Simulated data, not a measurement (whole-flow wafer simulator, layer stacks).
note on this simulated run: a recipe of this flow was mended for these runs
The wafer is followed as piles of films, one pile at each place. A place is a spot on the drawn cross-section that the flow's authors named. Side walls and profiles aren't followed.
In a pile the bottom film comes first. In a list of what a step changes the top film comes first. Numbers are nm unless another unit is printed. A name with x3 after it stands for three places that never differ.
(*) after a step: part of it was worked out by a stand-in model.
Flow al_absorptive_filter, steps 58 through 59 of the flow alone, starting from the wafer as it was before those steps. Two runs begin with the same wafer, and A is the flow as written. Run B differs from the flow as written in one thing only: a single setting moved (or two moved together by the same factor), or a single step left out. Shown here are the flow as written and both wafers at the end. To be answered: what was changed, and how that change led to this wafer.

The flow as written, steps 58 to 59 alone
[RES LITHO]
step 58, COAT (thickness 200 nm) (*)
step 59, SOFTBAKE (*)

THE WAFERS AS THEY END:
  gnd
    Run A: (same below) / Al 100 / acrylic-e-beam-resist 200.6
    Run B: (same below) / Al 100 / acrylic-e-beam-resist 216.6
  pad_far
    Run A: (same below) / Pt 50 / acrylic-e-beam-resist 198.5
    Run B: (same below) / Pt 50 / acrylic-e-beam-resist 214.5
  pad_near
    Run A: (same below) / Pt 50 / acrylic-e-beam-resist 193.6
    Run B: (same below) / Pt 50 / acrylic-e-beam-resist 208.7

The reason: step 58, COAT: thickness 216 nm was run, whereas the flow has thickness 200 nm.

Step by step, how the change led to this:
  step 58, COAT (thickness 200 nm) (*)
      xa_field, xl_land, idc_field: A +200 acrylic-e-beam-resist (new film) | B +216 acrylic-e-beam-resist (new film)
      gnd: A +200.6 acrylic-e-beam-resist (new film) | B +216.6 acrylic-e-beam-resist (new film)
      (also at 10 further places)
